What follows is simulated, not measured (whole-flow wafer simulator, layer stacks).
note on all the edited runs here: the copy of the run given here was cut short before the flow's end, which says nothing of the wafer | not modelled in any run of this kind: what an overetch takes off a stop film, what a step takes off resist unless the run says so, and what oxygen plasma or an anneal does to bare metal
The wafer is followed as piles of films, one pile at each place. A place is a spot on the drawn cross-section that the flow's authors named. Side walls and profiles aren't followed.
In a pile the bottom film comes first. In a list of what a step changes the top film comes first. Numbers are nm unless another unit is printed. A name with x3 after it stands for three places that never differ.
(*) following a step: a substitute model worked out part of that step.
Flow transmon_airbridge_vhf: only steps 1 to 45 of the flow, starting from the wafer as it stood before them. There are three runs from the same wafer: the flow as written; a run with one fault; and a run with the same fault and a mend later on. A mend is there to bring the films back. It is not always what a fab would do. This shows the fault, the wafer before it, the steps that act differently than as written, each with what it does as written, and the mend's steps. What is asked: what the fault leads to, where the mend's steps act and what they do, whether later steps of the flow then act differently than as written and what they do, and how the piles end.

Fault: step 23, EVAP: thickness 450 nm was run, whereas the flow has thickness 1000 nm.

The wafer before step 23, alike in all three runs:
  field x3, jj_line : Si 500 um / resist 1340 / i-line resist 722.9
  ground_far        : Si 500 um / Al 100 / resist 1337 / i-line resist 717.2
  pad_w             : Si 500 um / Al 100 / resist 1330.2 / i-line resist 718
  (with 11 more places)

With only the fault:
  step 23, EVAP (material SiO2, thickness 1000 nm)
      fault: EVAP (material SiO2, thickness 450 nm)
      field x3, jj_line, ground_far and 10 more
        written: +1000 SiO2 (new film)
        fault: +450 SiO2 (new film)
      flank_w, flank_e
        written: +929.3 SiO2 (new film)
        fault: +418.2 SiO2 (new film)
  Later steps of the flow acting differently than as written (not shown: 1 more step that differs only slightly, by at most 2% or 0.5 nm, whichever is larger):
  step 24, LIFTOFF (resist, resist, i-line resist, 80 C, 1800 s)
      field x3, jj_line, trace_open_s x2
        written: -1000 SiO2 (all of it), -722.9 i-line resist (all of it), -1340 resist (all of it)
        fault: -450 SiO2 (all of it), -722.9 i-line resist (all of it), -1340 resist (all of it)
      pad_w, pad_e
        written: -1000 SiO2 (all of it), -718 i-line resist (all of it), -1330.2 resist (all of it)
        fault: -450 SiO2 (all of it), -718 i-line resist (all of it), -1330.2 resist (all of it)
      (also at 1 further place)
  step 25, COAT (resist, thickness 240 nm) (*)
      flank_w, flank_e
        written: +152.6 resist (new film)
        fault: +172.9 resist (new film)
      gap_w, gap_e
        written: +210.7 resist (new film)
        fault: +233.7 resist (new film)
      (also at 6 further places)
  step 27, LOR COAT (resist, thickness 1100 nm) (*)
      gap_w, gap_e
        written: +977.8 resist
        fault: +1056.4 resist
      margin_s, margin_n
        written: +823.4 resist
        fault: +966.2 resist
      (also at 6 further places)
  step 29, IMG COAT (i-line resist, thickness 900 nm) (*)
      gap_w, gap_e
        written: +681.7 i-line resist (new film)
        fault: +816.9 i-line resist (new film)
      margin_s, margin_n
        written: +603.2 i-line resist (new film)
        fault: +775.1 i-line resist (new film)
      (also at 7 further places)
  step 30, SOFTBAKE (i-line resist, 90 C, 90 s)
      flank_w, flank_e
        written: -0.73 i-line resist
        fault: -0.22 i-line resist
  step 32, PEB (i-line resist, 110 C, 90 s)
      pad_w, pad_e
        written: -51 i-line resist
        fault: -48.2 i-line resist
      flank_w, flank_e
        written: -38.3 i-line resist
        fault: -43.6 i-line resist
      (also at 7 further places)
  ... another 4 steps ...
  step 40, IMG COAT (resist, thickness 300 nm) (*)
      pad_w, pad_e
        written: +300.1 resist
        fault: +285.4 resist
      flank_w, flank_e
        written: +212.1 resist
        fault: +228.3 resist
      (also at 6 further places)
  At pad_w, flank_w, gap_w and 7 more, the piles at the end differ from the flow's by more than 2% or 0.5 nm, whichever is larger.
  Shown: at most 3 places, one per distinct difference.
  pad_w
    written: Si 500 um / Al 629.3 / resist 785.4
    fault: Si 500 um / Al 629.8 / resist 738.6
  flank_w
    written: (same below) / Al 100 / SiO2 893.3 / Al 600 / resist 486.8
    fault: (same below) / Al 100 / SiO2 382.2 / Al 600 / resist 567.9
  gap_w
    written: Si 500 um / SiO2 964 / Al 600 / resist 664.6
    fault: Si 500 um / SiO2 414 / Al 600 / resist 712.2

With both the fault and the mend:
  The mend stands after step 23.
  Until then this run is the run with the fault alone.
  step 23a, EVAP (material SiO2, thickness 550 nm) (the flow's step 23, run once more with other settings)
      field x3, jj_line, ground_far and 10 more
        +550 SiO2
      flank_w, flank_e
        +511.9 SiO2
  Every later step of the flow that is run acts as written, at every place that is followed, to within 2% or 0.5 nm, whichever is larger.
  The piles end only slightly different from the flow's at the places that both follow, by no more than 2% or 0.5 nm, whichever is larger.
